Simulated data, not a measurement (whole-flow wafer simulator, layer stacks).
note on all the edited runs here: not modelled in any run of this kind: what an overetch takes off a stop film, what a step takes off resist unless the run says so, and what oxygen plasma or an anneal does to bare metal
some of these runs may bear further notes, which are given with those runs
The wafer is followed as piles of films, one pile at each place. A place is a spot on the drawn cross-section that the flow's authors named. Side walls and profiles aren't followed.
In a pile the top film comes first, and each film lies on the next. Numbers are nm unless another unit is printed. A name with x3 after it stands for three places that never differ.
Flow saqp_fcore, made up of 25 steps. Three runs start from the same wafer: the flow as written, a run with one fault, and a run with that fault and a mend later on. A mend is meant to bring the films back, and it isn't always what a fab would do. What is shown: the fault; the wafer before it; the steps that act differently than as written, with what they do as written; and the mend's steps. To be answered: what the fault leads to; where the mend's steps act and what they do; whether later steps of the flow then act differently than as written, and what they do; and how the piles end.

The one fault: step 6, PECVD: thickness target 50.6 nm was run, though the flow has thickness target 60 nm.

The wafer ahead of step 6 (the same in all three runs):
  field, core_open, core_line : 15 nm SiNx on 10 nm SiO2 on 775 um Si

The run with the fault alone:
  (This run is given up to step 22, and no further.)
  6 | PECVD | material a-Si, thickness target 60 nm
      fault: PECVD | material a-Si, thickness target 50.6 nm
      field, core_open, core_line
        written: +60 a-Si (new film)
        fault: +50.6 a-Si (new film)
  Later steps of the flow up to step 22 that are run all act as written at every place that is followed.
  The piles after step 22 differ from the flow's at field, core_open, core_line by more than 2% or 0.5 nm, whichever is larger.
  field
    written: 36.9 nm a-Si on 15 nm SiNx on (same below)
    fault: 27.5 nm a-Si on 15 nm SiNx on (same below)
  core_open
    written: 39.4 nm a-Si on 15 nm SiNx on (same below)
    fault: 30 nm a-Si on 15 nm SiNx on (same below)
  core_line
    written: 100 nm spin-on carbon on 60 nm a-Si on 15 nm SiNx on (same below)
    fault: 100 nm spin-on carbon on 50.6 nm a-Si on 15 nm SiNx on (same below)

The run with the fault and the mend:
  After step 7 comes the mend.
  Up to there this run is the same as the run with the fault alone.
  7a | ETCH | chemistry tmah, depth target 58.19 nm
      field, core_open, core_line
        -50.6 a-Si (all of it)
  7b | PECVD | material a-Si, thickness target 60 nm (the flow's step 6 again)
      field, core_open, core_line
        +60 a-Si (new film)
  Later steps of the flow that are run all act as written at every place that is followed.
  By the end, the piles equal the flow's at every place that both follow.
